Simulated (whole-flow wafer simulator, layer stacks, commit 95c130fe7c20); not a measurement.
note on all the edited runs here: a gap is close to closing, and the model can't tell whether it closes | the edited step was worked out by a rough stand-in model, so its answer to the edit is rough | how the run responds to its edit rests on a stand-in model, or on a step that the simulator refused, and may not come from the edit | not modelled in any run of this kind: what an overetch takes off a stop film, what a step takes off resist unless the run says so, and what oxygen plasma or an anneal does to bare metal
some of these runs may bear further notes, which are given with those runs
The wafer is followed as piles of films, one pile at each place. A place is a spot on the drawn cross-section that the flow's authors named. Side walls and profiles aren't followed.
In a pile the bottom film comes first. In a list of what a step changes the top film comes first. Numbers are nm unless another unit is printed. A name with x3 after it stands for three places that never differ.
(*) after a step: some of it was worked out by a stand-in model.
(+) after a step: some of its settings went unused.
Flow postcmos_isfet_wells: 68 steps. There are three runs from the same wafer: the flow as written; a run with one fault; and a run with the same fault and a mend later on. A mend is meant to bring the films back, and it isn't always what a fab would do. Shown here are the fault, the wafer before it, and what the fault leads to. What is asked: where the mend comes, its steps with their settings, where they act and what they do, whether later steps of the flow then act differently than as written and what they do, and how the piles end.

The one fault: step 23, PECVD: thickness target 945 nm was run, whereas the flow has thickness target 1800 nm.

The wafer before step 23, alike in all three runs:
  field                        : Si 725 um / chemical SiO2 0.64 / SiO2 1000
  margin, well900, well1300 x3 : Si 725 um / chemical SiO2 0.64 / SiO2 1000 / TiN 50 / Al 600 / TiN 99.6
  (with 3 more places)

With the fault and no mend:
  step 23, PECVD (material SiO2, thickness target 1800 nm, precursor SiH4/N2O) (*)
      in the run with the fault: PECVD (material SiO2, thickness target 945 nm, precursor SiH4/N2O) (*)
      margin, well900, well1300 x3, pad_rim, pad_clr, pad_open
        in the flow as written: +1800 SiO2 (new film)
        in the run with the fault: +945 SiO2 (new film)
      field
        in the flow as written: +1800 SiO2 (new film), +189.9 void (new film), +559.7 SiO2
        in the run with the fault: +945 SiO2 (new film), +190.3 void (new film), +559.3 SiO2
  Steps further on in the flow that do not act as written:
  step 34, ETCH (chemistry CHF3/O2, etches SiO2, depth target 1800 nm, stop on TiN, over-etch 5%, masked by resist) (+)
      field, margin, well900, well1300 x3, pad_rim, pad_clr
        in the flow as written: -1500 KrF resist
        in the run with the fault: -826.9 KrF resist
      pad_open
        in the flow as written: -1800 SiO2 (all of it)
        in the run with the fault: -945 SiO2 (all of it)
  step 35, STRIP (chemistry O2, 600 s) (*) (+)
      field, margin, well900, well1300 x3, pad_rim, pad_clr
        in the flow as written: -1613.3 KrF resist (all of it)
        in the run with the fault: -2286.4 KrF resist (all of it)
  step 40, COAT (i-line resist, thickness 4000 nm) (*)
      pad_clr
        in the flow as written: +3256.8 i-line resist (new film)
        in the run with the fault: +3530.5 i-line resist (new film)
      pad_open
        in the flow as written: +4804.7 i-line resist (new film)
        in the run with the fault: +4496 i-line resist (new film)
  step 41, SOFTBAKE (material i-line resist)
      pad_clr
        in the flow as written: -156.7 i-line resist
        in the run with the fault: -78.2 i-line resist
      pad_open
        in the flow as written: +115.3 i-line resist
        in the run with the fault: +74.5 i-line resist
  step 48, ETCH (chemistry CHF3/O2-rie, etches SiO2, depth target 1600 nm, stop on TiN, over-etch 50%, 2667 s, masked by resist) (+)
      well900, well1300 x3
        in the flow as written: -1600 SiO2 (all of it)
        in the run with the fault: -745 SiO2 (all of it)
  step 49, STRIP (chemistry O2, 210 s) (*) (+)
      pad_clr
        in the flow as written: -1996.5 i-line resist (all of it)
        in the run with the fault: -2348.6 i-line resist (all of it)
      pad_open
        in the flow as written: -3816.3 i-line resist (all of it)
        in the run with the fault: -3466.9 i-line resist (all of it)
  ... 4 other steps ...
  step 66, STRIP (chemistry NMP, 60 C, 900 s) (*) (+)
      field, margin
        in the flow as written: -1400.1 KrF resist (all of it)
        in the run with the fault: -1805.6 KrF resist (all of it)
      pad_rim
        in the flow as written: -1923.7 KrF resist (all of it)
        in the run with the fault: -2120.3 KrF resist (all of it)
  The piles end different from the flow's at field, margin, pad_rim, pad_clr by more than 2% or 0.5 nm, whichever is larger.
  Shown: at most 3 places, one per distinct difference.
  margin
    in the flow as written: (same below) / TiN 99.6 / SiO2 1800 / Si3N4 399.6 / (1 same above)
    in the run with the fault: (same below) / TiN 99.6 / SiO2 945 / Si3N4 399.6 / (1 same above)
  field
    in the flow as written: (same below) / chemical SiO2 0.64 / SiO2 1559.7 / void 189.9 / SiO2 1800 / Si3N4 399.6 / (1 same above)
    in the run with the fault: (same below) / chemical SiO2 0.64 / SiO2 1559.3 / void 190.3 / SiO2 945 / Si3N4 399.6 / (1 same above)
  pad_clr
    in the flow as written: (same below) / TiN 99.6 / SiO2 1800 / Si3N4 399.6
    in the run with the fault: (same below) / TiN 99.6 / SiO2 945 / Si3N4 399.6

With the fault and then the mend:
  After step 23 comes the mend.
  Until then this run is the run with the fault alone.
  step 23a, PECVD (material SiO2, thickness target 855 nm, precursor SiH4/N2O) (*) (the flow's step 23 again, with other settings)
      field, margin, well900, well1300 x3, pad_rim, pad_clr, pad_open
        +855 SiO2
  Every later step of the flow that is run acts as written at every place that is followed.
  When the end is reached, the piles differ only a little from the flow's at the places that both follow, at most by 2% or 0.5 nm, whichever is larger.
